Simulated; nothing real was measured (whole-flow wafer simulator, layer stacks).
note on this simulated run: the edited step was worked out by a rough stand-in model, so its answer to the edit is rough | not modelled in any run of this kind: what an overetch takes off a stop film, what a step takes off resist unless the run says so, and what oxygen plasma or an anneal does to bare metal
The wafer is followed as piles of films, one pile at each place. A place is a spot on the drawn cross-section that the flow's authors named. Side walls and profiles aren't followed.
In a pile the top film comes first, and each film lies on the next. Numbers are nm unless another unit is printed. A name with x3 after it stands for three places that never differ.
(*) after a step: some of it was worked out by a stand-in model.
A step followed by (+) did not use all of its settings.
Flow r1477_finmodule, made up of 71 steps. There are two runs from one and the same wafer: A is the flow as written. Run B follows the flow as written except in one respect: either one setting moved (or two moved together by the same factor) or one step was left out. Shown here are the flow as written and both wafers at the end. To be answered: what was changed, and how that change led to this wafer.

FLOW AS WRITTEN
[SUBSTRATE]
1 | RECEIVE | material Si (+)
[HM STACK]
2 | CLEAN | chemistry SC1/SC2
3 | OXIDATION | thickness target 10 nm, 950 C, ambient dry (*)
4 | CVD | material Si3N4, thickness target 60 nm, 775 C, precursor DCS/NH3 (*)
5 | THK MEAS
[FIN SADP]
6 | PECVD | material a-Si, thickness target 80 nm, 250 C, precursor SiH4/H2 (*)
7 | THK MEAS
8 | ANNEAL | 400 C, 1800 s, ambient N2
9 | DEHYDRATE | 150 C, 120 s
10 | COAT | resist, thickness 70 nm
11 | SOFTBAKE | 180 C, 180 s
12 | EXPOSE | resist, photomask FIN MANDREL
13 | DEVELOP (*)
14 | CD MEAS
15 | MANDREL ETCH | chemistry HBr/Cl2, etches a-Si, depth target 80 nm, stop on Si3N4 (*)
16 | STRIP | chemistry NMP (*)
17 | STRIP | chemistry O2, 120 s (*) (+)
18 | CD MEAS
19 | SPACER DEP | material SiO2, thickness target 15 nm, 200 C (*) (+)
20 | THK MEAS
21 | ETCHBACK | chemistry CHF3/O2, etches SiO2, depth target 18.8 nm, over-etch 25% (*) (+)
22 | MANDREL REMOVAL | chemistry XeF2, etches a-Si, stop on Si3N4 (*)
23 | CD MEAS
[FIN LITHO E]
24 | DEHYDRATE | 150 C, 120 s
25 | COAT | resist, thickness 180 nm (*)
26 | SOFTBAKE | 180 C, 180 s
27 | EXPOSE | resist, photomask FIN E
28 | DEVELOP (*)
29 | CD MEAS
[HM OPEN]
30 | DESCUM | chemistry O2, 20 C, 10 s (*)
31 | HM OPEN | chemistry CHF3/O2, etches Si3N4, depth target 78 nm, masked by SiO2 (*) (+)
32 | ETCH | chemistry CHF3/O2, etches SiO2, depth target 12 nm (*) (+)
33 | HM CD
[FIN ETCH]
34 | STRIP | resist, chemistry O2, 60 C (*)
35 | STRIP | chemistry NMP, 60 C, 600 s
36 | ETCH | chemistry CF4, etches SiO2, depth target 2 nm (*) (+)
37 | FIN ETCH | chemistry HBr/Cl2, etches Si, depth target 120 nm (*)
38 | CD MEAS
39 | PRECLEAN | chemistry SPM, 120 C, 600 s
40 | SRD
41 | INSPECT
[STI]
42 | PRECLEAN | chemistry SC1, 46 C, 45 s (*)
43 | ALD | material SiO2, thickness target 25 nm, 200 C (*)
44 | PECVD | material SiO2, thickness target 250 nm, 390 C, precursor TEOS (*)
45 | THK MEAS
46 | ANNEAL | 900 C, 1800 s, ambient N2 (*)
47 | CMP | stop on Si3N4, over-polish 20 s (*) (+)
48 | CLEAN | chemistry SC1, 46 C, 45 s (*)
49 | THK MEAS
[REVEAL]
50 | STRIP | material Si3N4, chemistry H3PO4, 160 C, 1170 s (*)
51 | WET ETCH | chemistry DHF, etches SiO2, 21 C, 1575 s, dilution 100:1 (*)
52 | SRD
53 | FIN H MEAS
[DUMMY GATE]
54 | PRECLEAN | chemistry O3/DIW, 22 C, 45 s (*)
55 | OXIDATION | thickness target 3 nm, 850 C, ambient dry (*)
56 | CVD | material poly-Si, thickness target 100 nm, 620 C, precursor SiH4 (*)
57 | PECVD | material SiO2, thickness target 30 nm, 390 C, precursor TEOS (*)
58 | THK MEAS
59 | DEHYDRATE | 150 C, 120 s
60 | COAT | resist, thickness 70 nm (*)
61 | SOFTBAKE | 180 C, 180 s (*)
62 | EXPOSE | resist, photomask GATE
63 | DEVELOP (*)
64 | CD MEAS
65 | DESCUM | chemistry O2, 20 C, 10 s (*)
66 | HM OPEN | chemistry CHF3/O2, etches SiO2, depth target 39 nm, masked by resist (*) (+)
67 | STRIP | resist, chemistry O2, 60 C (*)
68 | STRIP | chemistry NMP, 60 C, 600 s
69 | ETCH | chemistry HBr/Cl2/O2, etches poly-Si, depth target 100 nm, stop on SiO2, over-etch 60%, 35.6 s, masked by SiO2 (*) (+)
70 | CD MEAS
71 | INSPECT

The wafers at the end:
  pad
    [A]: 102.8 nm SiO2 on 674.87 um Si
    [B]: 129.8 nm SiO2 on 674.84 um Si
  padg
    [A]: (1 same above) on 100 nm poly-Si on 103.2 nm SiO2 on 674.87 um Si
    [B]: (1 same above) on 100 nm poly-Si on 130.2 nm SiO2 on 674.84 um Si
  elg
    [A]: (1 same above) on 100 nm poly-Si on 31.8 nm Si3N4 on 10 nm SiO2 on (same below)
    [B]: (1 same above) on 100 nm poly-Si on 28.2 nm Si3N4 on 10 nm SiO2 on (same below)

The reason: step 37, FIN ETCH: depth target 147 nm was run, whereas the flow has depth target 120 nm.

Step by step, how the change led to this:
  37 | FIN ETCH | chemistry HBr/Cl2, etches Si, depth target 120 nm (*)
      pad, padg, esg and 19 more: A Si loses 120 | B Si loses 147
      elg, e40lg, e100lg, e200lg, elo, e40lo, e100lo, e200lo: A Si3N4 loses 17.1 | B Si3N4 loses 21
      (as well as at 6 more places)
  43 | ALD | material SiO2, thickness target 25 nm, 200 C (*)
      s40cg, s45cg, s50cg, s40co, s45co, s50co: A SiO2 gains 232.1 (new film) | B SiO2 gains 257 (new film)
      esg: A SiO2 gains 194.3 (new film) | B SiO2 gains 217.4 (new film)
  47 | CMP | stop on Si3N4, over-polish 20 s (*) (+)
      pad, padg, e40sg and 11 more: A SiO2 loses 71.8 | B SiO2 loses 44.8
      eso: A SiO2 loses 72.4 | B SiO2 loses 45.4
  51 | WET ETCH | chemistry DHF, etches SiO2, 21 C, 1575 s, dilution 100:1 (*)
      elg, e40lg, e100lg, e200lg, elo, e40lo, e100lo, e200lo: A SiO2 loses 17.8 (all of it), Si3N4 loses 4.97 | B SiO2 loses 21.7 (all of it), Si3N4 loses 4.66
  56 | CVD | material poly-Si, thickness target 100 nm, 620 C, precursor SiH4 (*)
      esg: A poly-Si gains 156 (new film) | B poly-Si gains 152.5 (new film)
  60 | COAT | resist, thickness 70 nm (*)
      e40sg, eso, e40so: A resist gains 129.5 (new film) | B resist gains 126.1 (new film)
      e100sg, e100so: A resist gains 129.4 (new film) | B resist gains 126.1 (new film)
      (as well as at 2 more places)
  63 | DEVELOP (*)
      eso, e40so: A resist loses 129.5 (all of it) | B resist loses 126.1 (all of it)
      e100so: A resist loses 129.4 (all of it) | B resist loses 126.1 (all of it)
      (as well as at 1 more place)
  67 | STRIP | resist, chemistry O2, 60 C (*)
      e40sg: A resist loses 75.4 (all of it) | B resist loses 72 (all of it)
      e100sg: A resist loses 75.3 (all of it) | B resist loses 72 (all of it)
      (as well as at 1 more place)
